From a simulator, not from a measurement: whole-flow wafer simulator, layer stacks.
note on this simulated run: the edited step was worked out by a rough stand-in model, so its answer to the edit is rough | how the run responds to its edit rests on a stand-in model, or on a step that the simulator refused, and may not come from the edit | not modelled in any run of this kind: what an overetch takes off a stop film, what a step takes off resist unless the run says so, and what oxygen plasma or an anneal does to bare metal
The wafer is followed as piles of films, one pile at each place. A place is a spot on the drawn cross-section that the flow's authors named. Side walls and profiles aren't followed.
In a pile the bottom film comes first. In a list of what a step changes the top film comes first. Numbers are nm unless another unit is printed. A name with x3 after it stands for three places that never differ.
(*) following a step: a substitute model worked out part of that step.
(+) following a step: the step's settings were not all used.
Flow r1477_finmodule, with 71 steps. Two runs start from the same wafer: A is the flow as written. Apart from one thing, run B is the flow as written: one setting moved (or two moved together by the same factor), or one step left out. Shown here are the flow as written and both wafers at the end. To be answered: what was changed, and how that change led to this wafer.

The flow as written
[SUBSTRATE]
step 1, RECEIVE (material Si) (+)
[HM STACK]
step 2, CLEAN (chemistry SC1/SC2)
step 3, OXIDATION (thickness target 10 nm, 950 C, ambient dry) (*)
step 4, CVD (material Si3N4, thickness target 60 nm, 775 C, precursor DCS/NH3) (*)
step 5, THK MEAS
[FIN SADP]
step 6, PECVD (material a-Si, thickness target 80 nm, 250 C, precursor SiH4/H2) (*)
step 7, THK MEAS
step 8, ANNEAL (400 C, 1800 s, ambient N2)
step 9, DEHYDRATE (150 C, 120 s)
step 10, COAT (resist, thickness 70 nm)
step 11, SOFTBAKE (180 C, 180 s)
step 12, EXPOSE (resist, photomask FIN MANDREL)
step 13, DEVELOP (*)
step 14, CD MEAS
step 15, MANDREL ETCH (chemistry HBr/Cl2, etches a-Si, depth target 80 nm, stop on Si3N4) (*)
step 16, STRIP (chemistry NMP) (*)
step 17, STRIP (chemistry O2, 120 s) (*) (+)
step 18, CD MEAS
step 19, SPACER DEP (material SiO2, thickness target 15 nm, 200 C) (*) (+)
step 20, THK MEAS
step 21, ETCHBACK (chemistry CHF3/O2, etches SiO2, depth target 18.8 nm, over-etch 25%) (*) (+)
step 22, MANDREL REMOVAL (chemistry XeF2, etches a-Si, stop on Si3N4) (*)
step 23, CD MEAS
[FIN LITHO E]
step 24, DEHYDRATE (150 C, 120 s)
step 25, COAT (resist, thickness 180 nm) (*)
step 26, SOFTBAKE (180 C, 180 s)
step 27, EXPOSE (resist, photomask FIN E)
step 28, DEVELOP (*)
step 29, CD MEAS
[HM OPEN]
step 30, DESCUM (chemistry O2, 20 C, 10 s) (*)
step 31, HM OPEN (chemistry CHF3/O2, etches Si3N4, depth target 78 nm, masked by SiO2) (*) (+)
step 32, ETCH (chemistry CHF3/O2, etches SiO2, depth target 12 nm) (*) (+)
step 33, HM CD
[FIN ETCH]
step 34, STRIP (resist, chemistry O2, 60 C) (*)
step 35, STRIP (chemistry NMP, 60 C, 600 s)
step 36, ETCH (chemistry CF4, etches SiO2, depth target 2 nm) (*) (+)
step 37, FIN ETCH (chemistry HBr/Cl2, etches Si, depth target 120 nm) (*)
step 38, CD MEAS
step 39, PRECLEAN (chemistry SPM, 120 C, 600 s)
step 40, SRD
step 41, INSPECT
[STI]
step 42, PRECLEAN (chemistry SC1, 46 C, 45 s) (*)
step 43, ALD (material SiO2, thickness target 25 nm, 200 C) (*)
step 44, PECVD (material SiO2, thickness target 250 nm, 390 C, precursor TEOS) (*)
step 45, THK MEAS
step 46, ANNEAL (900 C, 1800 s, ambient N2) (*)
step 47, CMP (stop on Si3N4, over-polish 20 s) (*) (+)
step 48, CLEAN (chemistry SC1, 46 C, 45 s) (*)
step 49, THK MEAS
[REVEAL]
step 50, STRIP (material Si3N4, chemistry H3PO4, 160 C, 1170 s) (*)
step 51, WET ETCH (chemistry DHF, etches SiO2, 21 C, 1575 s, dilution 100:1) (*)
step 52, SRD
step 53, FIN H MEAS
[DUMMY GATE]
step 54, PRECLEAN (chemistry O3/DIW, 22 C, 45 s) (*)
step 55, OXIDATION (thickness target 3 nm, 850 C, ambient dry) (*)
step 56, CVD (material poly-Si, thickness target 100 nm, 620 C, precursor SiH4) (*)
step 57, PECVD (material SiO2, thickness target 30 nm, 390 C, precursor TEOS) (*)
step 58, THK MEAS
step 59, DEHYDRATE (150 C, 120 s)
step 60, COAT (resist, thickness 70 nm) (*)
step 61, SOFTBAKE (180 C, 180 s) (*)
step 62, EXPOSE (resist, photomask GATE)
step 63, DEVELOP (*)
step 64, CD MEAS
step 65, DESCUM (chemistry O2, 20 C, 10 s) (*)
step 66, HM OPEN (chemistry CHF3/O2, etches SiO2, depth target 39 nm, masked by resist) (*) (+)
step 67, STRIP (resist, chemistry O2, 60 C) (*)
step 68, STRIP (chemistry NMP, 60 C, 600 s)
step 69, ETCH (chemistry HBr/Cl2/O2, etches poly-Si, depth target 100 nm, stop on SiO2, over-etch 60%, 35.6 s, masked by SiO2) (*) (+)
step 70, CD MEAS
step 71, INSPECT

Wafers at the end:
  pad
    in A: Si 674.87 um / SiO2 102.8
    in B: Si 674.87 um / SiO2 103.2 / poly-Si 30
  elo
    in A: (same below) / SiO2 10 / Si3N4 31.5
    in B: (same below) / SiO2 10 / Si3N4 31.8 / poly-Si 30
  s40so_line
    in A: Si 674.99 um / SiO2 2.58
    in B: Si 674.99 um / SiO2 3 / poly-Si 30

Cause: step 66, HM OPEN: depth target 25.5 nm was run, while the flow as written has depth target 39 nm.

How this came from the change, step by step:
  step 66, HM OPEN (chemistry CHF3/O2, etches SiO2, depth target 39 nm, masked by resist) (*) (+)
      pad, elo, eso and 15 more: A SiO2 loses 30 (all of it), poly-Si loses 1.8 | B SiO2 loses 25.5
      padg, elg, esg and 15 more: A resist loses 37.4 | B resist loses 24.4
  step 67, STRIP (resist, chemistry O2, 60 C) (*)
      pad, elo, eso and 15 more: A chemical SiO2 gains 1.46 (new film), poly-Si loses 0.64 | B nothing
      padg, elg, esg: A resist loses 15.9 (all of it) | B resist loses 28.8 (all of it)
      (also at 15 further places)
  step 69, ETCH (chemistry HBr/Cl2/O2, etches poly-Si, depth target 100 nm, stop on SiO2, over-etch 60%, 35.6 s, masked by SiO2) (*) (+)
      pad, eso, e40so and 8 more: A chemical SiO2 loses 1.46 (all of it), poly-Si loses 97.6 (all of it), SiO2 loses 0.42 | B SiO2 loses 4.5 (all of it), poly-Si loses 70
      elo, e40lo, e100lo, e200lo: A chemical SiO2 loses 1.46 (all of it), poly-Si loses 97.6 (all of it), Si3N4 loses 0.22 | B SiO2 loses 4.5 (all of it), poly-Si loses 70
      (also at 3 further places)
